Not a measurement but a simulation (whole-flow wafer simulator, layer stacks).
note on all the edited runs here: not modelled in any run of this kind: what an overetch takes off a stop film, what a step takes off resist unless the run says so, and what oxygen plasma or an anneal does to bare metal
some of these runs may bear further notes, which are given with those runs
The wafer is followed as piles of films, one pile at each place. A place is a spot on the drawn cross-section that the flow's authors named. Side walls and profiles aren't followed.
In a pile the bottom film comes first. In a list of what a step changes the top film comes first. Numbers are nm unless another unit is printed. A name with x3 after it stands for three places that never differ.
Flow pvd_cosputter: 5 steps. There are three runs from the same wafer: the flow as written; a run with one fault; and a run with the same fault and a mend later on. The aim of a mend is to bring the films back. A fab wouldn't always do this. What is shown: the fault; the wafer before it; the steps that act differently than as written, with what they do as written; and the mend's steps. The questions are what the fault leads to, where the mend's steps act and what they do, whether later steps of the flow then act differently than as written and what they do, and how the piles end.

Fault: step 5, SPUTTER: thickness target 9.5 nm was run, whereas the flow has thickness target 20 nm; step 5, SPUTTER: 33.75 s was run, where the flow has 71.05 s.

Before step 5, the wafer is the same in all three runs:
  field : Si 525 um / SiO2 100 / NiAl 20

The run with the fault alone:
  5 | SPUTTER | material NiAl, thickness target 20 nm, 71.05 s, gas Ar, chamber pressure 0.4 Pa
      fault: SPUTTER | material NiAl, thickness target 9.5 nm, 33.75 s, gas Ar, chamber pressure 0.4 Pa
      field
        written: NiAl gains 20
        fault: NiAl gains 9.5
  None of the later steps of the flow acts differently than as written at any place that is followed.
  At field, the piles at the end differ from the flow's by more than 2% or 0.5 nm, whichever is larger.
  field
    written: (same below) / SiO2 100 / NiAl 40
    fault: (same below) / SiO2 100 / NiAl 29.5

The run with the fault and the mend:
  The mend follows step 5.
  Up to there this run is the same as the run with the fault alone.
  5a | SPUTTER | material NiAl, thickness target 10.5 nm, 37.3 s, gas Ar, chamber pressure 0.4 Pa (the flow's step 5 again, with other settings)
      field
        NiAl gains 10.5
  None of the later steps of the flow acts differently than as written at any place that is followed.
  The piles end the same as the flow's at every place that both follow.
